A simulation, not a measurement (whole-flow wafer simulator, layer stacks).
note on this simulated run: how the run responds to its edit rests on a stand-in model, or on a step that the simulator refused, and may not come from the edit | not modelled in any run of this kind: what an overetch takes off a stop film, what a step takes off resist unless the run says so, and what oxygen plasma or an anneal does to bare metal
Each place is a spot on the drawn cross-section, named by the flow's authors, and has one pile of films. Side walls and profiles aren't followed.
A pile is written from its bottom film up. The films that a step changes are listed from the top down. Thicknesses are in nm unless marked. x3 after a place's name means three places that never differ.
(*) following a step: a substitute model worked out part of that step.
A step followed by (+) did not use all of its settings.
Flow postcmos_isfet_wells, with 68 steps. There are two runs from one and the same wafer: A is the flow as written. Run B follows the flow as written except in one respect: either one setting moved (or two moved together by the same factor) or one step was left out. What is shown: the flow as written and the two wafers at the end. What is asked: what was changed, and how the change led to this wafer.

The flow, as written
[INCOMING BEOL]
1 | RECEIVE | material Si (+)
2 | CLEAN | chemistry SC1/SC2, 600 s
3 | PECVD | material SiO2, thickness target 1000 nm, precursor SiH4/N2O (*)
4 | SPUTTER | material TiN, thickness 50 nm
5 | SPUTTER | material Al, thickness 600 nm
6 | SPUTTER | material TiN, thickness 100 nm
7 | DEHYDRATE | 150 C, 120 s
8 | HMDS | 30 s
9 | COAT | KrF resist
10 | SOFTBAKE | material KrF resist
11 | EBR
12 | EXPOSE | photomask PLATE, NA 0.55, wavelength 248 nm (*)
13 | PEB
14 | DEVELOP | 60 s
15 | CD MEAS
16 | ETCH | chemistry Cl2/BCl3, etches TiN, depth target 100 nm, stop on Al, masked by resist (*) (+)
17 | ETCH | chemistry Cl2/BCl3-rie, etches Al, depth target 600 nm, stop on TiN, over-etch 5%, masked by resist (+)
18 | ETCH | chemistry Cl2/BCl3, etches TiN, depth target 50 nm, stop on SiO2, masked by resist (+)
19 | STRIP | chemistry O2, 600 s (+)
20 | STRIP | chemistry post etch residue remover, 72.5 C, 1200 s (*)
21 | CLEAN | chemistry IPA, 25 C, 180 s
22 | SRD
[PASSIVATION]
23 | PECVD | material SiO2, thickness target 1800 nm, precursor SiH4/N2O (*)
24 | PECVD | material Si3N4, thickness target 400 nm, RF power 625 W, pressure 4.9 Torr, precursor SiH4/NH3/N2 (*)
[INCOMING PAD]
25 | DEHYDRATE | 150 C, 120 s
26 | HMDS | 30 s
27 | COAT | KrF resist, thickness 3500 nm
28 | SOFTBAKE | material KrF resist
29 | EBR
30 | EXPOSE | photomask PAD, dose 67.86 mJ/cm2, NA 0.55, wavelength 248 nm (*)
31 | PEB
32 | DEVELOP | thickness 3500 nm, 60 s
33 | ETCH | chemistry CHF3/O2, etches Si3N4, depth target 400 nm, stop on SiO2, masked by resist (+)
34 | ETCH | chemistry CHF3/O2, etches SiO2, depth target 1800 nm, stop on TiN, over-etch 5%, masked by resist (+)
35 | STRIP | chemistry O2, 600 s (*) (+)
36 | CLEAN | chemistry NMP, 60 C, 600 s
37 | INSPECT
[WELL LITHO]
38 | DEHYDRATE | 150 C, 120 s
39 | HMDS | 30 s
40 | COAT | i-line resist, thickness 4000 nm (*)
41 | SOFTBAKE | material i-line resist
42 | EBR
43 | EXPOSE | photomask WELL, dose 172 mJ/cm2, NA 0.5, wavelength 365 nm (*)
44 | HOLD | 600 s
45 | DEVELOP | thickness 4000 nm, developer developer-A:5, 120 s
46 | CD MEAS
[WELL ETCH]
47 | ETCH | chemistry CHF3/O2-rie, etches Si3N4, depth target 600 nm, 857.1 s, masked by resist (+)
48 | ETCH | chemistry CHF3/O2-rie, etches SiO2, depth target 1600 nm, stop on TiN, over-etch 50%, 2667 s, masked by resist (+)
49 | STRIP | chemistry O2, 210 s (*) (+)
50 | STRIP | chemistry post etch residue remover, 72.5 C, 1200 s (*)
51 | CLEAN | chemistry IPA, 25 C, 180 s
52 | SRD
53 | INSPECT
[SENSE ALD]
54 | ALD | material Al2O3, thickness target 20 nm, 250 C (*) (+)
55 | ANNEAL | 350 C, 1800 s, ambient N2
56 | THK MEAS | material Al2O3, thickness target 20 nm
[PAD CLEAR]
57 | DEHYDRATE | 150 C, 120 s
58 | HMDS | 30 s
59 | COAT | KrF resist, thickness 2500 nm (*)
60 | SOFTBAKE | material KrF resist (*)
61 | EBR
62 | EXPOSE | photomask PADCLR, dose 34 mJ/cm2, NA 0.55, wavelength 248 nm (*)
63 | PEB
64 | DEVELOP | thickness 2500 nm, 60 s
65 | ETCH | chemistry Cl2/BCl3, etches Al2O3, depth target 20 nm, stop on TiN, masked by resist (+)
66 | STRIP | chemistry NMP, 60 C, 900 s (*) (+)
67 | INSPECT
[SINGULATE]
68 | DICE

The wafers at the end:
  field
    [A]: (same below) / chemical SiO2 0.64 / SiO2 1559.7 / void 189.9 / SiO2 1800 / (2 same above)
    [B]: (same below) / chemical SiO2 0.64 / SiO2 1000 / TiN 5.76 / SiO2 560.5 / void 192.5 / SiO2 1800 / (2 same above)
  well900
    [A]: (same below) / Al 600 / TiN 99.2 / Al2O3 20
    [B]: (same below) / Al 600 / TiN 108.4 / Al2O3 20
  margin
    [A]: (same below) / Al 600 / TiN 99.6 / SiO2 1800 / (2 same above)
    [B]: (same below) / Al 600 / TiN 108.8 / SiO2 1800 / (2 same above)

What caused this: step 6, SPUTTER: thickness 109.2 nm was run, though the flow has thickness 100 nm.

The path from the change to this, step by step:
  6 | SPUTTER | material TiN, thickness 100 nm
      field, margin, well900 and 6 more: A TiN gains 100 (new film) | B TiN gains 109.2 (new film)
  16 | ETCH | chemistry Cl2/BCl3, etches TiN, depth target 100 nm, stop on Al, masked by resist (*) (+)
      field: A TiN loses 100 (all of it) | B TiN loses 100
  17 | ETCH | chemistry Cl2/BCl3-rie, etches Al, depth target 600 nm, stop on TiN, over-etch 5%, masked by resist (+)
      field: A Al loses 600 (all of it) | B TiN loses 9.2 (all of it), Al loses 585.3
  18 | ETCH | chemistry Cl2/BCl3, etches TiN, depth target 50 nm, stop on SiO2, masked by resist (+)
      field: A TiN loses 50 (all of it) | B Al loses 14.7 (all of it), TiN loses 43.8
  23 | PECVD | material SiO2, thickness target 1800 nm, precursor SiH4/N2O (*)
      field: A SiO2 gains 1800 (new film), void gains 189.9 (new film), SiO2 gains 559.7 | B SiO2 gains 1800 (new film), void gains 192.5 (new film), SiO2 gains 560.5 (new film)
With metal films that touch counted as one body, field has 1 body; the flow as written gives 0 bodies.
